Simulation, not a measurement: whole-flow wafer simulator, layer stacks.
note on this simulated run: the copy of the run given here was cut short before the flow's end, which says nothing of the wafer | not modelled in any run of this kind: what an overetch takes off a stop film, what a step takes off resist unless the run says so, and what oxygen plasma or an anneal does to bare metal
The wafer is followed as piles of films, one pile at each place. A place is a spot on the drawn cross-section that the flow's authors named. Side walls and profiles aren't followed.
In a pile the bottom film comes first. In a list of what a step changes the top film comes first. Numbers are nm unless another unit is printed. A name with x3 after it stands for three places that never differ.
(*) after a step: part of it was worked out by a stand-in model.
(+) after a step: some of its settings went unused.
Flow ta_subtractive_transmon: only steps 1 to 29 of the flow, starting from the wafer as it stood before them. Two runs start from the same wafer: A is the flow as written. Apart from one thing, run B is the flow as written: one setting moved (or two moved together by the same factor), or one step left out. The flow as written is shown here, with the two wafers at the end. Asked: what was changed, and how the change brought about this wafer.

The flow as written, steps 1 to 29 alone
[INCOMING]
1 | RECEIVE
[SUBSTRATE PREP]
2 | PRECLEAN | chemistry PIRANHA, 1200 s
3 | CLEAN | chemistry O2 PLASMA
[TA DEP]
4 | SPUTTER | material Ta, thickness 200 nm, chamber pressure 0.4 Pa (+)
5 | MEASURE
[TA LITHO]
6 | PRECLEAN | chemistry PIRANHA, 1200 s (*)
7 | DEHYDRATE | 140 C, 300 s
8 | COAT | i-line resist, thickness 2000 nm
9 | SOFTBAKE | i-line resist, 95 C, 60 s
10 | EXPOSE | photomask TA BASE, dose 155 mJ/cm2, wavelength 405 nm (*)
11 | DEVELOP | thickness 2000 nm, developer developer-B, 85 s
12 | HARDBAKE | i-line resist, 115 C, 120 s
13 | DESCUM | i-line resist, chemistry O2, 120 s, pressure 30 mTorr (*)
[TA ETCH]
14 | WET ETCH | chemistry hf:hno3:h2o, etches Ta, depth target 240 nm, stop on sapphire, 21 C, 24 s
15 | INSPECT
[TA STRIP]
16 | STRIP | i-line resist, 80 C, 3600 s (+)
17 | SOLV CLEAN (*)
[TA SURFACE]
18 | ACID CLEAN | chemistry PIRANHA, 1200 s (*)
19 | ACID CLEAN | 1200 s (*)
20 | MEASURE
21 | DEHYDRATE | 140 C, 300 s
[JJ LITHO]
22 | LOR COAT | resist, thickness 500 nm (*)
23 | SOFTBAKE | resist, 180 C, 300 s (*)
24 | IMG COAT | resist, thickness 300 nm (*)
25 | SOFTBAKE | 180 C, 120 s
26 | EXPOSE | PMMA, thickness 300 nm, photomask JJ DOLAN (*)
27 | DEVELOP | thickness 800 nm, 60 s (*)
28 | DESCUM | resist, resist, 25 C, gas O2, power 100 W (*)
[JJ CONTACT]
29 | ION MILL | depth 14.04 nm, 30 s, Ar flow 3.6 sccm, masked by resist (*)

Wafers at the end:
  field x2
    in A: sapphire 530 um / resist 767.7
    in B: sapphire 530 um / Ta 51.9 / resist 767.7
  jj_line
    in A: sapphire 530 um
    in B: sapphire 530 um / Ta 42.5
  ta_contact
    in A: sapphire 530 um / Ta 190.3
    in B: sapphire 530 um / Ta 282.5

The reason: step 4, SPUTTER: thickness 292.2 nm was run, though the flow has thickness 200 nm.

Step by step, how the change led to this:
  4 | SPUTTER | material Ta, thickness 200 nm, chamber pressure 0.4 Pa (+)
      field x2, jj_line, lead, ta_contact, ta_pad: A +200 Ta (new film) | B +292.2 Ta (new film)
  14 | WET ETCH | chemistry hf:hno3:h2o, etches Ta, depth target 240 nm, stop on sapphire, 21 C, 24 s
      field x2, jj_line, lead: A -200 Ta (all of it) | B -240 Ta
  22 | LOR COAT | resist, thickness 500 nm (*)
      ta_contact: A +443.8 resist (new film) | B +433.7 resist (new film)
  29 | ION MILL | depth 14.04 nm, 30 s, Ar flow 3.6 sccm, masked by resist (*)
      jj_line, lead: A -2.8 sapphire | B -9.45 Ta
If metal films that touch count as one body, field x2 has 1 body; the flow as written gives 0 bodies.
If metal films that touch count as one body, jj_line has 1 body; the flow as written gives 0 bodies.
